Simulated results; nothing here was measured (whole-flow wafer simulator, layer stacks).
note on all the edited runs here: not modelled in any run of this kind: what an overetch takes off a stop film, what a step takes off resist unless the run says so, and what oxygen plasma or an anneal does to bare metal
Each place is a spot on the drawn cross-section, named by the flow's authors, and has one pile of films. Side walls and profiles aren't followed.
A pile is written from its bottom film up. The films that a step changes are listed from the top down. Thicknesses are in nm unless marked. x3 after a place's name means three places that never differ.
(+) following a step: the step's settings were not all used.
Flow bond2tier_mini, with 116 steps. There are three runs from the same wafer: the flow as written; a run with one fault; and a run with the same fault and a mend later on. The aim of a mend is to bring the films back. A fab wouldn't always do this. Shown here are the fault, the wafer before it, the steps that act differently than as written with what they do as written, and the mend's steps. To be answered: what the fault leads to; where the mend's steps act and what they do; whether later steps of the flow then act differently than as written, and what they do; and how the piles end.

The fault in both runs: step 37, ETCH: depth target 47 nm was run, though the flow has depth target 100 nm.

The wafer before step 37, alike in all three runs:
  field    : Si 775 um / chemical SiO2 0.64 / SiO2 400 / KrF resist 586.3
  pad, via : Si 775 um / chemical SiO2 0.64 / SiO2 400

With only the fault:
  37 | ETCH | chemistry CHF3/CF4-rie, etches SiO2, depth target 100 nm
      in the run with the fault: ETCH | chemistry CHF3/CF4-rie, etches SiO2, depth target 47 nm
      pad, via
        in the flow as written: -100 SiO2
        in the run with the fault: -47 SiO2
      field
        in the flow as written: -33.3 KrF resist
        in the run with the fault: -15.7 KrF resist
  Steps later in the flow that act otherwise than as written (not shown: 1 more step that differs only slightly, by at most 2% or 0.5 nm, whichever is larger):
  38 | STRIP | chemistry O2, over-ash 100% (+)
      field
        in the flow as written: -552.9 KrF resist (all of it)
        in the run with the fault: -570.6 KrF resist (all of it)
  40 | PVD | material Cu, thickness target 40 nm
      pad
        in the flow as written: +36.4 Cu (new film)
        in the run with the fault: +38.3 Cu (new film)
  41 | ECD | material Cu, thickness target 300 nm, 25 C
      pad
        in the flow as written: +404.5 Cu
        in the run with the fault: +349.1 Cu
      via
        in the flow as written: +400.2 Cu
        in the run with the fault: +347 Cu
  By the end, the piles at pad depart from the flow's by more than 2% or 0.5 nm, whichever is larger.
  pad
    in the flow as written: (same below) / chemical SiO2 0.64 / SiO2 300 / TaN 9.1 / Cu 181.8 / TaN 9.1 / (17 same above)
    in the run with the fault: (same below) / chemical SiO2 0.64 / SiO2 353 / TaN 9.58 / Cu 128.3 / TaN 9.1 / (17 same above)

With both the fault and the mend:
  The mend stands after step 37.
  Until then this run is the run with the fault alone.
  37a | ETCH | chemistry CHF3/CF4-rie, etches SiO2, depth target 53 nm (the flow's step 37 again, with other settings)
      pad, via
        -53 SiO2
      field
        -17.7 KrF resist
  Later steps of the flow that are run all act as written at every place that is followed.
  The piles end the same as the flow's at every place that both follow.
